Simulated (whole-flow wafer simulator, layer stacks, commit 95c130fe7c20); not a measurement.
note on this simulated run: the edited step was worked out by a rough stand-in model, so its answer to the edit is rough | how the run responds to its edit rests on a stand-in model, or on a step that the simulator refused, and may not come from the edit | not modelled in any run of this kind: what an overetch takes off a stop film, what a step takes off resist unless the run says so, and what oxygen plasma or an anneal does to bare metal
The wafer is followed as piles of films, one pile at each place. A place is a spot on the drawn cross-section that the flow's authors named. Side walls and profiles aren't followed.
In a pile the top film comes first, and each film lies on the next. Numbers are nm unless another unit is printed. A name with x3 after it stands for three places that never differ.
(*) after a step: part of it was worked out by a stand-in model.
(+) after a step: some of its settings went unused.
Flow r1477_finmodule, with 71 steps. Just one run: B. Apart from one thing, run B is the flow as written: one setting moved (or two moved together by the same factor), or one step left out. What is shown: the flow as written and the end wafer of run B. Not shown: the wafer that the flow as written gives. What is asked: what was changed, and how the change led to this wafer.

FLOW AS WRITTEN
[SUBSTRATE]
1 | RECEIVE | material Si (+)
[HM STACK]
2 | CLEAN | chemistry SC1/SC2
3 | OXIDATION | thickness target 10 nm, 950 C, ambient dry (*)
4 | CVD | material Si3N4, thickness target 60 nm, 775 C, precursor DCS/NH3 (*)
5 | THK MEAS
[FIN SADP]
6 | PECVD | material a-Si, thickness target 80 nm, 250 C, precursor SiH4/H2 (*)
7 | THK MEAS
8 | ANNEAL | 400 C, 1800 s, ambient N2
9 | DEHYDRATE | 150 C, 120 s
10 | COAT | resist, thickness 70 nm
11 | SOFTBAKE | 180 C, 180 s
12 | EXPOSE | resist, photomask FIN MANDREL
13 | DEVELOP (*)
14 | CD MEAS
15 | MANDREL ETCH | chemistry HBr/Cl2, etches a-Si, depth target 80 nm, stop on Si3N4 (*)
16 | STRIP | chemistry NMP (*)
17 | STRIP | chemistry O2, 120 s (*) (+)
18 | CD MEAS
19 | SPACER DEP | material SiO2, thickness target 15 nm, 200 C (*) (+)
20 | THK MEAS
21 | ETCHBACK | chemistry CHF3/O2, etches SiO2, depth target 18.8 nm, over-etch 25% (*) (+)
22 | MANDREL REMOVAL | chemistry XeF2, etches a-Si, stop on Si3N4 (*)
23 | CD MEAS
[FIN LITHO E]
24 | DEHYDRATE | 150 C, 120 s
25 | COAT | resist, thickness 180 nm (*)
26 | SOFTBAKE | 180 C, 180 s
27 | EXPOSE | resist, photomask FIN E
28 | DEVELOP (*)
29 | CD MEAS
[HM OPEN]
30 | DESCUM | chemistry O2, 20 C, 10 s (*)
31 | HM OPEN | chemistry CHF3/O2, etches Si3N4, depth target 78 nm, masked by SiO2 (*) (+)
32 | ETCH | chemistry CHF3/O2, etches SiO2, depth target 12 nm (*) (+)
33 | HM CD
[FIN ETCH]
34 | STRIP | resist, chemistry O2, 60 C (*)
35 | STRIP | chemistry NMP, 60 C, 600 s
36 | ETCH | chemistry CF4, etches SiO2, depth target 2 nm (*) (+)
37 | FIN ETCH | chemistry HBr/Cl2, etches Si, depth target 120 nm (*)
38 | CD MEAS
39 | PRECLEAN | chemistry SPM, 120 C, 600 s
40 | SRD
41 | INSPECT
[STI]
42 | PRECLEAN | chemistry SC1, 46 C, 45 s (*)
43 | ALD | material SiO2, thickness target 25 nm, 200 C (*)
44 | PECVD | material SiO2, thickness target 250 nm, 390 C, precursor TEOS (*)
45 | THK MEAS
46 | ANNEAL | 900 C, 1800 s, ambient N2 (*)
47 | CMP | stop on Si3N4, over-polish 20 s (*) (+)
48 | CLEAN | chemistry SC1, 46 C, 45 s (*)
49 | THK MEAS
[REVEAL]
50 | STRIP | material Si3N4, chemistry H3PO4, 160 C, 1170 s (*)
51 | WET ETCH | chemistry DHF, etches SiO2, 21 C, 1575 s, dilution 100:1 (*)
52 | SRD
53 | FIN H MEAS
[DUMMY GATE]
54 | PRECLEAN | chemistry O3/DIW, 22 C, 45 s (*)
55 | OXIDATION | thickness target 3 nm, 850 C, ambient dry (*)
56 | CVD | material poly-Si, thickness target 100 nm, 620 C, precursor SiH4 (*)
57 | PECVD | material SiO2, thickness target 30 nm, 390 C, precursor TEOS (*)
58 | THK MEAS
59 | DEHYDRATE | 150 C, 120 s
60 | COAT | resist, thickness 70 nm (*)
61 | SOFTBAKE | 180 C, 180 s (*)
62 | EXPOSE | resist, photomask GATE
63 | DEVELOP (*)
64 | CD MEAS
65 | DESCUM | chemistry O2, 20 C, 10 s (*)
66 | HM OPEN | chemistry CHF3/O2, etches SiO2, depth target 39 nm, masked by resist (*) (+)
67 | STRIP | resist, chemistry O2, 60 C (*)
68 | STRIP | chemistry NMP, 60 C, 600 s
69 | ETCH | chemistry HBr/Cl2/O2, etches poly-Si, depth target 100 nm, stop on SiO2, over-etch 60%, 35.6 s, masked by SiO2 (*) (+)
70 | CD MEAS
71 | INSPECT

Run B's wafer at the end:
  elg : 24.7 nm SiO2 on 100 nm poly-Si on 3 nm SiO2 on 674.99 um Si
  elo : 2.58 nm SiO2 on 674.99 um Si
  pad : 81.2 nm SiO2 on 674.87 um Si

Cause: step 6, PECVD: thickness target 50 nm was run, while the flow as written has thickness target 80 nm.

The path from the change to this, step by step:
  6 | PECVD | material a-Si, thickness target 80 nm, 250 C, precursor SiH4/H2 (*)
      pad, padg, elg and 33 more: +50 a-Si (new film) (as written it would have been: +80 a-Si (new film))
  15 | MANDREL ETCH | chemistry HBr/Cl2, etches a-Si, depth target 80 nm, stop on Si3N4 (*)
      pad, padg, elg and 27 more: -50 a-Si (all of it) (as written it would have been: -80 a-Si (all of it))
      s40cg, s45cg, s50cg, s40co, s45co, s50co: -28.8 resist (as written it would have been: -30.7 resist)
  16 | STRIP | chemistry NMP (*)
      s40cg, s45cg, s50cg, s40co, s45co, s50co: -41.2 resist (all of it) (as written it would have been: -39.3 resist (all of it))
  21 | ETCHBACK | chemistry CHF3/O2, etches SiO2, depth target 18.8 nm, over-etch 25% (*) (+)
      s40sg_line, s45sg_line, s50sg_line, s40so_line, s45so_line, s50so_line: +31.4 SiO2 (as written it would have been: +61.4 SiO2)
  22 | MANDREL REMOVAL | chemistry XeF2, etches a-Si, stop on Si3N4 (*)
      s40cg, s45cg, s50cg, s40co, s45co, s50co: -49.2 a-Si (all of it) (as written it would have been: -79.2 a-Si (all of it))
  25 | COAT | resist, thickness 180 nm (*)
      s40cg, s40co: +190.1 resist (new film) (as written it would have been: +197.6 resist (new film))
      s40sg, s40so: +193.7 resist (new film) (as written it would have been: +201.2 resist (new film))
      (as well as at 14 more places)
  28 | DEVELOP (*)
      s40cg, s40co: -190.1 resist (all of it) (as written it would have been: -197.6 resist (all of it))
      s40sg, s40so: -193.7 resist (all of it) (as written it would have been: -201.2 resist (all of it))
      (as well as at 14 more places)
  32 | ETCH | chemistry CHF3/O2, etches SiO2, depth target 12 nm (*) (+)
      s40sg_line, s45sg_line, s50sg_line, s40so_line, s45so_line, s50so_line: -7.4 SiO2 (all of it) (as written it would have been: -12 SiO2)
      pad, padg, e40sg and 11 more: -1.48 Si (as written it would have been: -2.4 Si)
      (as well as at 16 more places)
  34 | STRIP | resist, chemistry O2, 60 C (*)
      elg, e40lg, e100lg, e200lg, elo, e40lo, e100lo, e200lo: -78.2 resist (all of it) (as written it would have been: -73.8 resist (all of it))
  36 | ETCH | chemistry CF4, etches SiO2, depth target 2 nm (*) (+)
      elg, e40lg, e100lg, e200lg, elo, e40lo, e100lo, e200lo: nothing (as written it would have been: -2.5 Si3N4)
      s40sg_line, s45sg_line, s50sg_line, s40so_line, s45so_line, s50so_line: nothing (as written it would have been: -2 SiO2)
  37 | FIN ETCH | chemistry HBr/Cl2, etches Si, depth target 120 nm (*)
      s40sg_line, s45sg_line, s50sg_line, s40so_line, s45so_line, s50so_line: -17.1 Si3N4 (as written it would have been: -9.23 SiO2)
  43 | ALD | material SiO2, thickness target 25 nm, 200 C (*)
      s40sg_line, s45sg_line, s50sg_line, s40so_line, s45so_line, s50so_line: +25 SiO2 (new film) (as written it would have been: +25 SiO2)
      s40cg, s45cg, s50cg, s40co, s45co, s50co: +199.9 SiO2 (new film) (as written it would have been: +232.1 SiO2 (new film))
  47 | CMP | stop on Si3N4, over-polish 20 s (*) (+)
      elg, e40lg, e100lg, e200lg, elo, e40lo, e100lo, e200lo: -263.8 SiO2 (all of it), -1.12 Si3N4 (as written it would have been: -241.6 SiO2)
      pad, padg, e40sg and 11 more: -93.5 SiO2 (as written it would have been: -71.8 SiO2)
      (as well as at 14 more places)
  50 | STRIP | material Si3N4, chemistry H3PO4, 160 C, 1170 s (*)
      elg, e40lg, e100lg, e200lg, elo, e40lo, e100lo, e200lo: -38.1 Si3N4 (all of it), -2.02 SiO2 (as written it would have been: -4.28 SiO2)
      s40sg_line, s45sg_line, s50sg_line, s40so_line, s45so_line, s50so_line: -38.1 Si3N4 (all of it), -2.02 SiO2 (as written it would have been: -58.9 Si3N4 (all of it), -1.37 SiO2)
  51 | WET ETCH | chemistry DHF, etches SiO2, 21 C, 1575 s, dilution 100:1 (*)
      elg, e40lg, e100lg, e200lg, elo, e40lo, e100lo, e200lo: -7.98 SiO2 (all of it) (as written it would have been: -17.8 SiO2 (all of it), -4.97 Si3N4)
      s40sg_line, s45sg_line, s50sg_line, s40so_line, s45so_line, s50so_line: -7.98 SiO2 (all of it) (as written it would have been: -8.63 SiO2 (all of it))
  54 | PRECLEAN | chemistry O3/DIW, 22 C, 45 s (*)
      elg, e40lg, e100lg, e200lg, elo, e40lo, e100lo, e200lo: +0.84 chemical SiO2 (new film), -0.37 Si (as written it would have been: nothing)
  ... another 5 steps ...
  69 | ETCH | chemistry HBr/Cl2/O2, etches poly-Si, depth target 100 nm, stop on SiO2, over-etch 60%, 35.6 s, masked by SiO2 (*) (+)
      s40co: -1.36 chemical SiO2 (all of it), -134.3 poly-Si (all of it), -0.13 SiO2 (as written it would have been: -1.46 chemical SiO2 (all of it), -111.5 poly-Si (all of it), -0.24 SiO2)
      s45co: -1.36 chemical SiO2 (all of it), -134.3 poly-Si (all of it), -0.13 SiO2 (as written it would have been: -1.46 chemical SiO2 (all of it), -110.9 poly-Si (all of it), -0.25 SiO2)
      (as well as at 1 more place)
